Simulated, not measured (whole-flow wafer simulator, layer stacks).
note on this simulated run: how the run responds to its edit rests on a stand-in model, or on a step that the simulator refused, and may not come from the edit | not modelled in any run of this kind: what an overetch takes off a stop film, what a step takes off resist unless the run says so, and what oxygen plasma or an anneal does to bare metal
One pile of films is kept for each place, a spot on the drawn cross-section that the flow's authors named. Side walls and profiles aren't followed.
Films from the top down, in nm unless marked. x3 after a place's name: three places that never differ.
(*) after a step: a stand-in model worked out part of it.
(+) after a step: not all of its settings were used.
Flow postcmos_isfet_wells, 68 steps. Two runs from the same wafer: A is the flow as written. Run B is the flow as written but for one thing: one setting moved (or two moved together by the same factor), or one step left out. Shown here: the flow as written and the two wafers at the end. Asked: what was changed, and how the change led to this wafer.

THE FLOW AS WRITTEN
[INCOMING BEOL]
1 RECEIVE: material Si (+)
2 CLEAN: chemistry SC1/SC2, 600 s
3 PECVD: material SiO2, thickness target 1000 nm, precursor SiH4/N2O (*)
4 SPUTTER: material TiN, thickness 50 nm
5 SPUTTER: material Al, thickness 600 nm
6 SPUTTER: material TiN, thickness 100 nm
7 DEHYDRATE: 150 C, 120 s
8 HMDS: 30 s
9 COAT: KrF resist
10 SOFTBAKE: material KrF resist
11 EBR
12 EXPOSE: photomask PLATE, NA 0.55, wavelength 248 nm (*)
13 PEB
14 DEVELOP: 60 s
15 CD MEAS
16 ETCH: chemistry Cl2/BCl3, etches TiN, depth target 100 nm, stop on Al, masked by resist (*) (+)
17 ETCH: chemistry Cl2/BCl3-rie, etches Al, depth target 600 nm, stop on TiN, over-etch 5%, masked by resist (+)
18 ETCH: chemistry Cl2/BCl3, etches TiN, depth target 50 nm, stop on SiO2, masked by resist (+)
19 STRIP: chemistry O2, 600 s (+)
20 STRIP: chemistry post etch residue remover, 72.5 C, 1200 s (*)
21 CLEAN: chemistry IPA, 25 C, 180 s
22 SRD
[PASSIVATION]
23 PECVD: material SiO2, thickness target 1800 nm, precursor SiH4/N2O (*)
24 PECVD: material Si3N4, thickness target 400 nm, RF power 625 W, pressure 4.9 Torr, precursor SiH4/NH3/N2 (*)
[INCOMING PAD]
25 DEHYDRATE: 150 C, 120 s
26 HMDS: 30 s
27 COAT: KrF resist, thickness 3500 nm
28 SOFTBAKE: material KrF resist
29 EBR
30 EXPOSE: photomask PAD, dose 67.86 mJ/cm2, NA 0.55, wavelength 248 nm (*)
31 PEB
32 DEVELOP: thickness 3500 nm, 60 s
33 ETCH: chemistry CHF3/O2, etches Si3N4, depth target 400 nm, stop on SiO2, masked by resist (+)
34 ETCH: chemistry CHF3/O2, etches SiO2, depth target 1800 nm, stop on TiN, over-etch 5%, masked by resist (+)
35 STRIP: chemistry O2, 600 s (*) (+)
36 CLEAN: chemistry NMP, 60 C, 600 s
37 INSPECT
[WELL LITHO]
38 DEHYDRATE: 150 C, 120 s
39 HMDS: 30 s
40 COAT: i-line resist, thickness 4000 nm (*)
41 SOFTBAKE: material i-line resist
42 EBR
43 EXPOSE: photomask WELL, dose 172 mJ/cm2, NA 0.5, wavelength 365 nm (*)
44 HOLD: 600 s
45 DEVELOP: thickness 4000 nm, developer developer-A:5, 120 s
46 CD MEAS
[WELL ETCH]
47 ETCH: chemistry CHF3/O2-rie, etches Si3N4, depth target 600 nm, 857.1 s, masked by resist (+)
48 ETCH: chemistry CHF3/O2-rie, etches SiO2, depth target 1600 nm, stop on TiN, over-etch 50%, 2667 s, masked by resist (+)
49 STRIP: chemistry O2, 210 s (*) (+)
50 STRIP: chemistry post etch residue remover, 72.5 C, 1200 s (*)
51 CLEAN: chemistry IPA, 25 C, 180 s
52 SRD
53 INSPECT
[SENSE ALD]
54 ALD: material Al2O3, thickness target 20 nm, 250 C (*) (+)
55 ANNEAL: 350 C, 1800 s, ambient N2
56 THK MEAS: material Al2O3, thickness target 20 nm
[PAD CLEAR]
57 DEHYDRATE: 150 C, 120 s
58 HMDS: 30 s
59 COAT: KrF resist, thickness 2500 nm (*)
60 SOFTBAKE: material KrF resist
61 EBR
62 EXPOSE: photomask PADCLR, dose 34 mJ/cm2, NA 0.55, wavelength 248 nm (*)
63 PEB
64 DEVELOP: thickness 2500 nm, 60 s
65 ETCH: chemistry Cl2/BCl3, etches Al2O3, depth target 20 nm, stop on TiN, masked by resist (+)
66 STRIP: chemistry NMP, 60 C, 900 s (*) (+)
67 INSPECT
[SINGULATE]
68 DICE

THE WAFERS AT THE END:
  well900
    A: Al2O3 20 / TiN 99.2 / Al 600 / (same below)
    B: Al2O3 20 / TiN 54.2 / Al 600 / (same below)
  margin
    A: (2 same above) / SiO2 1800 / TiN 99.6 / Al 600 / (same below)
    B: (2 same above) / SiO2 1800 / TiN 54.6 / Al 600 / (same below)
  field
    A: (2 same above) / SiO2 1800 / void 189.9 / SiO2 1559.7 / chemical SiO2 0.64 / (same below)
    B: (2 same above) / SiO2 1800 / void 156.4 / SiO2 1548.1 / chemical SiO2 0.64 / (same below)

The cause: step 6, SPUTTER: thickness 55 nm was run, where the flow has thickness 100 nm.

How the change led to this, step by step:
  6 SPUTTER: material TiN, thickness 100 nm
      field, margin, well900, well1300 x3, pad_rim, pad_clr, pad_open: A TiN +100 (new film) | B TiN +55 (new film)
  16 ETCH: chemistry Cl2/BCl3, etches TiN, depth target 100 nm, stop on Al, masked by resist (*) (+)
      margin, well900, well1300 x3, pad_rim, pad_clr, pad_open: A KrF resist -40 | B KrF resist -33
      field: A TiN -100 (all of it) | B TiN -55 (all of it)
  23 PECVD: material SiO2, thickness target 1800 nm, precursor SiH4/N2O (*)
      field: A SiO2 +1800 (new film), void +189.9 (new film), SiO2 +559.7 | B SiO2 +1800 (new film), void +156.4 (new film), SiO2 +548.1
